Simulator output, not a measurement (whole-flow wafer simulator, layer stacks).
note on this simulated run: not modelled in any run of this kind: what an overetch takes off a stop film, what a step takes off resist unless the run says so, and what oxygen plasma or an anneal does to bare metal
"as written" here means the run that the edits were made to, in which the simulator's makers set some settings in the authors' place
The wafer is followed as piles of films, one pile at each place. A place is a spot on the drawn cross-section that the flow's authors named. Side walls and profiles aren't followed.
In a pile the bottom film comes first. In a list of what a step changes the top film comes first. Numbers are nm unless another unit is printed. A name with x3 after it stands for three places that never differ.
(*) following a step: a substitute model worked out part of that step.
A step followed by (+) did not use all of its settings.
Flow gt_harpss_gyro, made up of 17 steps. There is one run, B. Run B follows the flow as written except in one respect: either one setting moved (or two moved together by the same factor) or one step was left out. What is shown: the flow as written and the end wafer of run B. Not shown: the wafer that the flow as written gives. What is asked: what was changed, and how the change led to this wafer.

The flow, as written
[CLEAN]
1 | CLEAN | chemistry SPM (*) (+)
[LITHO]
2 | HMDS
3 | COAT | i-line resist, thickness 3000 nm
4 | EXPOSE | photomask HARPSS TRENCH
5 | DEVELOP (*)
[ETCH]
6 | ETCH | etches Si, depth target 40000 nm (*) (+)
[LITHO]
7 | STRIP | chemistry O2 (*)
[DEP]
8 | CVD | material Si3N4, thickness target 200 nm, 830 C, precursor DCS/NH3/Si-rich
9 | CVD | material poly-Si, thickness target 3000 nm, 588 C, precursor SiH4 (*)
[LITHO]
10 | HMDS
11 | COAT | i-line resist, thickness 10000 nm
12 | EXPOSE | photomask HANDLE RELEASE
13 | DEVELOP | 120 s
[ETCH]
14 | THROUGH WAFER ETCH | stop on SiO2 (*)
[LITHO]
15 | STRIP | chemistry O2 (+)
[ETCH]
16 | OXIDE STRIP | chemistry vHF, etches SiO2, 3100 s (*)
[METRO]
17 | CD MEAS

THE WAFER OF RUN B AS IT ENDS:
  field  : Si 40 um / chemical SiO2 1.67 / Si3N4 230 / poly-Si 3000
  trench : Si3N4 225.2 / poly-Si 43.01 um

The reason: step 8, CVD: thickness target 230 nm was run, whereas the flow has thickness target 200 nm.
The wafer lets one read it off: field has Si3N4 230, and step 8 as written asks for 200 nm.

The path from the change to this, step by step:
  8 | CVD | material Si3N4, thickness target 200 nm, 830 C, precursor DCS/NH3/Si-rich
      field: Si3N4 gains 230 (new film) (in the flow as written it would be: Si3N4 gains 200 (new film))
      trench: Si3N4 gains 225.2 (new film) (in the flow as written it would be: Si3N4 gains 195.9 (new film))
